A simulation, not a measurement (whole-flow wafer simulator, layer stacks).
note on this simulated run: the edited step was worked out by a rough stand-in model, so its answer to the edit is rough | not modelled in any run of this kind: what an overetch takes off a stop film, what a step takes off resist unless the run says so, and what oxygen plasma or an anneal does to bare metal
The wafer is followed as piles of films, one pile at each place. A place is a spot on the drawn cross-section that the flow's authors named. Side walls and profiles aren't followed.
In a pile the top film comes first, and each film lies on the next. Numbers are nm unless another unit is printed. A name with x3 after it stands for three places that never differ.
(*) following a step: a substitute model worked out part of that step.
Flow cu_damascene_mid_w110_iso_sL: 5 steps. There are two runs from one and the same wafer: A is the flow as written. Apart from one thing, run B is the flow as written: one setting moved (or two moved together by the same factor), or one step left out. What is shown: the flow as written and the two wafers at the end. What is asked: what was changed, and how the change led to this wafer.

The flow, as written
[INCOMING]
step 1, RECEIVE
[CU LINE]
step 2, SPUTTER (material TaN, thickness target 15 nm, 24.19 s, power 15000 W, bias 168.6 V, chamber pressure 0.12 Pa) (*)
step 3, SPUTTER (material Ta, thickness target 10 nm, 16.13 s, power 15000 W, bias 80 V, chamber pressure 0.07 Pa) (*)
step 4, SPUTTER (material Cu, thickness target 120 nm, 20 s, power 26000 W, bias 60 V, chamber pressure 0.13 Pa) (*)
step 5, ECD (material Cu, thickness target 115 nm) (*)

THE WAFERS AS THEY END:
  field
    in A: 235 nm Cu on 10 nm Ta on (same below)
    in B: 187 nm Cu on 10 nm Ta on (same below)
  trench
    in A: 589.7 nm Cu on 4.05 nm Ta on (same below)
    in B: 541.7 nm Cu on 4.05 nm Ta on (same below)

What caused this: step 4, SPUTTER: 12 s was run, while the flow as written has 20 s.

Step by step, how the change led to this:
  step 4, SPUTTER (material Cu, thickness target 120 nm, 20 s, power 26000 W, bias 60 V, chamber pressure 0.13 Pa) (*)
      field: A +120 Cu (new film) | B +72 Cu (new film)
      trench: A +49.9 Cu (new film) | B +30 Cu (new film)
  step 5, ECD (material Cu, thickness target 115 nm) (*)
      trench: A +539.8 Cu | B +511.8 Cu
